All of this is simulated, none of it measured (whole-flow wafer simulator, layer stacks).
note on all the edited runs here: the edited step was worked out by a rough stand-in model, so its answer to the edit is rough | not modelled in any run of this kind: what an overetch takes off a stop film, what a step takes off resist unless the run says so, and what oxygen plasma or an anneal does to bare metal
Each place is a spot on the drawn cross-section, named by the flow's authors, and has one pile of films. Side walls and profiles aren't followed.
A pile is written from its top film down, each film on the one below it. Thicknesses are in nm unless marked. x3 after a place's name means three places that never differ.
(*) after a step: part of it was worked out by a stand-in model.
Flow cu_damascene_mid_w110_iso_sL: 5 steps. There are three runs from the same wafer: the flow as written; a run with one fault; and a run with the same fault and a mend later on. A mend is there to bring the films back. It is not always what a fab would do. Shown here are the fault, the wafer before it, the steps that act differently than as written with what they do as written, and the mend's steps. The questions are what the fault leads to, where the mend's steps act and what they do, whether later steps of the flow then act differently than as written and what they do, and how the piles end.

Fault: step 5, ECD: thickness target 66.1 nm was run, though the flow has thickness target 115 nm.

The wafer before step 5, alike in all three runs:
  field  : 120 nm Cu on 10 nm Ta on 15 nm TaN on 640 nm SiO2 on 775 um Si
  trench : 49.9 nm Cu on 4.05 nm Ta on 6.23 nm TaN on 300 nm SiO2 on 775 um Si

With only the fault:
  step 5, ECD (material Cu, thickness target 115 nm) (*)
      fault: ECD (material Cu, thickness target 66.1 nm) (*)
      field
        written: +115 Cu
        fault: +66.1 Cu
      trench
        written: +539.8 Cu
        fault: +490.9 Cu
  Every later step of the flow that is run acts as written at every place that is followed.
  By the end, the piles at field, trench depart from the flow's by more than 2% or 0.5 nm, whichever is larger.
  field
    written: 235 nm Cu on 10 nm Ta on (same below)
    fault: 186.1 nm Cu on 10 nm Ta on (same below)
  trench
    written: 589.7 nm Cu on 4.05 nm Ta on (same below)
    fault: 540.8 nm Cu on 4.05 nm Ta on (same below)

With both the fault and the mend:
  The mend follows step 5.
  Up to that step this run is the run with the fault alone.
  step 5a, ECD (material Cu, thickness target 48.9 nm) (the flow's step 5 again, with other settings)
      field, trench
        +48.9 Cu
  Every later step of the flow that is run acts as written at every place that is followed.
  By the end, the piles equal the flow's at every place that both follow.
